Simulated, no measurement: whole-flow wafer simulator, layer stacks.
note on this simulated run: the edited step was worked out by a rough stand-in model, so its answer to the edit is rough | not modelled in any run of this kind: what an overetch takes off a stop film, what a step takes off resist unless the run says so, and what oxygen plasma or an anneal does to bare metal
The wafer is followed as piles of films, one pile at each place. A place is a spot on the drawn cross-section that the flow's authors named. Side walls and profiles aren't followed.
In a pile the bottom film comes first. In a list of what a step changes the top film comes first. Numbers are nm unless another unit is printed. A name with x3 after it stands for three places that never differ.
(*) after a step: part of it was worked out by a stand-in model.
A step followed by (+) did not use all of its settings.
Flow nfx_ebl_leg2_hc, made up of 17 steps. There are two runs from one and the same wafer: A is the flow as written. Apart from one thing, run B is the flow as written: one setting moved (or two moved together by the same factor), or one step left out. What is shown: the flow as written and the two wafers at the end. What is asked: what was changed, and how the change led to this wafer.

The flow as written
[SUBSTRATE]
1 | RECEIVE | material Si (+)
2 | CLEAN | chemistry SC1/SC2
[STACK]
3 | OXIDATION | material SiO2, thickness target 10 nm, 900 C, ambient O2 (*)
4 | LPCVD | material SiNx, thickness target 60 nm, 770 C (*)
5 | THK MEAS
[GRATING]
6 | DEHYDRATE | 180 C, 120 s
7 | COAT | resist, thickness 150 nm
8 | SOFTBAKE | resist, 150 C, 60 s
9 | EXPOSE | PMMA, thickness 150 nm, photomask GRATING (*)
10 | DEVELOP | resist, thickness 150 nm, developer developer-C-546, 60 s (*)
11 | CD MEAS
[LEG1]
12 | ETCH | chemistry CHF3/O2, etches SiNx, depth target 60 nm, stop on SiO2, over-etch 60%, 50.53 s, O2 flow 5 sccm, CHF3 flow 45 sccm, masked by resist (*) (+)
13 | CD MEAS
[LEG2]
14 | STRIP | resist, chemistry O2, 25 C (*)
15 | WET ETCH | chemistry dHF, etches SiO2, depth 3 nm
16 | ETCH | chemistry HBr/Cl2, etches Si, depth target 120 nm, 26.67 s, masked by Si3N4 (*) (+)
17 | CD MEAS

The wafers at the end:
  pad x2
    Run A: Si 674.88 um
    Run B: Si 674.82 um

The reason: step 16, ETCH: depth target 174 nm was run, though the flow has depth target 120 nm.

How this came from the change, step by step:
  16 | ETCH | chemistry HBr/Cl2, etches Si, depth target 120 nm, 26.67 s, masked by Si3N4 (*) (+)
      pad x2: A Si loses 120 | B Si loses 174
